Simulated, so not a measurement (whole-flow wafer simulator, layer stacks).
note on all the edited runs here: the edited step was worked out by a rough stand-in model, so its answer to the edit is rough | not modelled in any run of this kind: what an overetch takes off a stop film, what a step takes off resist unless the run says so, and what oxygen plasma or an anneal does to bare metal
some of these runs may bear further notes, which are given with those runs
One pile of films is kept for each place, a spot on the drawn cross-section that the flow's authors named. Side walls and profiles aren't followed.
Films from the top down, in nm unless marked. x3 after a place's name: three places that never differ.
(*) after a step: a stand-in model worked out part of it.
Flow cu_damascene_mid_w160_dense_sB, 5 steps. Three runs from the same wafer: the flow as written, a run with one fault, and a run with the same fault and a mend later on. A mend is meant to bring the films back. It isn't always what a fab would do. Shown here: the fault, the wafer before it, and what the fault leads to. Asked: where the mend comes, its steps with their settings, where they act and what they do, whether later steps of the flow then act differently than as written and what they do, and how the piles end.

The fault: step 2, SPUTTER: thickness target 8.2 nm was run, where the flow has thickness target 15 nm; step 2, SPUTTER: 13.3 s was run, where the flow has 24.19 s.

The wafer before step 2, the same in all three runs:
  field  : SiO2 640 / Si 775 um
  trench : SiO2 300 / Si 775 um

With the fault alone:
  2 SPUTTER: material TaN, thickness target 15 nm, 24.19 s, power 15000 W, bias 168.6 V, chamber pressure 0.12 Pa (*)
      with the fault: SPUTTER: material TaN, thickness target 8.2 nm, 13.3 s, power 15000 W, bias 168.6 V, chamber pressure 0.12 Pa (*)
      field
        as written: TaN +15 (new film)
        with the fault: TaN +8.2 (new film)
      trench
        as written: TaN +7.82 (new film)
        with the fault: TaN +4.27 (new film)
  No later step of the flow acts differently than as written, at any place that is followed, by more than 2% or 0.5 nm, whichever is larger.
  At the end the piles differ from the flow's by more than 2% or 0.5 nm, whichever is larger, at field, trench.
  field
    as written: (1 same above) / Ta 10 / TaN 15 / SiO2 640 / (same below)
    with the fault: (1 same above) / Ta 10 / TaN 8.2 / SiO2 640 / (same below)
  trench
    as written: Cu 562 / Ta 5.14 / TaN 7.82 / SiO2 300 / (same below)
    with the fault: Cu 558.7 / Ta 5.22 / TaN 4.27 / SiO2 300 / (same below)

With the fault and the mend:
  The mend comes after step 2.
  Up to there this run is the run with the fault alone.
  2a SPUTTER: material TaN, thickness target 6.8 nm, 10.97 s, power 15000 W, bias 168.6 V, chamber pressure 0.12 Pa (*) (the flow's step 2 once more, with other settings)
      field
        TaN +6.8
      trench
        TaN +3.47
  No later step of the flow acts differently than as written, at any place that is followed, by more than 2% or 0.5 nm, whichever is larger.
  At the end the piles differ from the flow's only slightly at the places that both follow, by at most 2% or 0.5 nm, whichever is larger.
